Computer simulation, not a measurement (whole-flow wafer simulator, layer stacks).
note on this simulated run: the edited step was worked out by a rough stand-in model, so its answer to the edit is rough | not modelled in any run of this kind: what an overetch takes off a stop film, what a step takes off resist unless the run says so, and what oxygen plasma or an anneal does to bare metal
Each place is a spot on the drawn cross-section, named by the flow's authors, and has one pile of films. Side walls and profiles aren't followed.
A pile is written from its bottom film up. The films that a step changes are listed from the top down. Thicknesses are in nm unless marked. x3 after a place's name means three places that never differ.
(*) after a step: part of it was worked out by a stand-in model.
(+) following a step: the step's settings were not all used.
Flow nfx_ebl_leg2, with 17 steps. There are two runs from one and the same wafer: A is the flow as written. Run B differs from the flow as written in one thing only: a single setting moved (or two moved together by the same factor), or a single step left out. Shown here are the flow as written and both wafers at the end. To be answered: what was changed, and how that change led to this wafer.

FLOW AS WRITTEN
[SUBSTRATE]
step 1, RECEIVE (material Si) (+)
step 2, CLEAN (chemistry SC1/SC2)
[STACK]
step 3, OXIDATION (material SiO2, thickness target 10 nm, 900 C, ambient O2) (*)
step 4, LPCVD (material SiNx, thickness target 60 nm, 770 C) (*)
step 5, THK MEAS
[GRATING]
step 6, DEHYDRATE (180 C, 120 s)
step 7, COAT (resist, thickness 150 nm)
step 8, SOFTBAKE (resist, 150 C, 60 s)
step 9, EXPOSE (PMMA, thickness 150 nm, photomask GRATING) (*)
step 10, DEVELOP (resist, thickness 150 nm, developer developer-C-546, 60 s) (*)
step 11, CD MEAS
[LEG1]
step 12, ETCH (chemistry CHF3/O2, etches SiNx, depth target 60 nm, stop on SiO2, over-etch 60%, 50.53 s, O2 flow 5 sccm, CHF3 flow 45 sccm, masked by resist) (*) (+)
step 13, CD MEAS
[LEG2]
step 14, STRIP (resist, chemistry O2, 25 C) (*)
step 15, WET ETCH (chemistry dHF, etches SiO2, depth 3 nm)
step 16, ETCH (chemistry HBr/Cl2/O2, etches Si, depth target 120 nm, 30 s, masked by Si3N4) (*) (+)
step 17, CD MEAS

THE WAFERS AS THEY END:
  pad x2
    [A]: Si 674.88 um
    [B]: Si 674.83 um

Cause: step 16, ETCH: depth target 162 nm was run, though the flow has depth target 120 nm.

How this came from the change, step by step:
  step 16, ETCH (chemistry HBr/Cl2/O2, etches Si, depth target 120 nm, 30 s, masked by Si3N4) (*) (+)
      pad x2: A -120 Si | B -162 Si
